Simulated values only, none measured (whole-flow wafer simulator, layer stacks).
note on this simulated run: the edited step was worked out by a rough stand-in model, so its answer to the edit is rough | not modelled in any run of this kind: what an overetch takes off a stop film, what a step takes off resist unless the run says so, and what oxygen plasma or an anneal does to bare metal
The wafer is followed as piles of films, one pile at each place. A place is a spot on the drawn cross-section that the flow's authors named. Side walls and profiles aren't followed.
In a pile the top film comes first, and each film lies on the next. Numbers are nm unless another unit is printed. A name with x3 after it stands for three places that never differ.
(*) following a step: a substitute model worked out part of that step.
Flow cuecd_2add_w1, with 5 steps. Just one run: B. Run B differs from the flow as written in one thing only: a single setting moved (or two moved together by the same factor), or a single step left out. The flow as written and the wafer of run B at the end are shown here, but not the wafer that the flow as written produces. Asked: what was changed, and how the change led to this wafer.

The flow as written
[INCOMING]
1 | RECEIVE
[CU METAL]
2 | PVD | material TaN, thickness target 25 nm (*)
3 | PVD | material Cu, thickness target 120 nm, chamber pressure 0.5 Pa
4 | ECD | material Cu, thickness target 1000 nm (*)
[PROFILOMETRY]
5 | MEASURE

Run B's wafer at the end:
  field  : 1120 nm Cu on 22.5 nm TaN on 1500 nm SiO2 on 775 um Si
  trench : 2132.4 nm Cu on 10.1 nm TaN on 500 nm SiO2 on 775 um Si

Cause: step 2, PVD: thickness target 22.5 nm was run, whereas the flow has thickness target 25 nm.
The wafer lets one read it off: field has TaN 22.5, and step 2 as written asks for 25 nm.

The path from the change to this, step by step:
  2 | PVD | material TaN, thickness target 25 nm (*)
      field: TaN gains 22.5 (new film) (as written it would have been: TaN gains 25 (new film))
      trench: TaN gains 10.1 (new film) (as written it would have been: TaN gains 11.2 (new film))
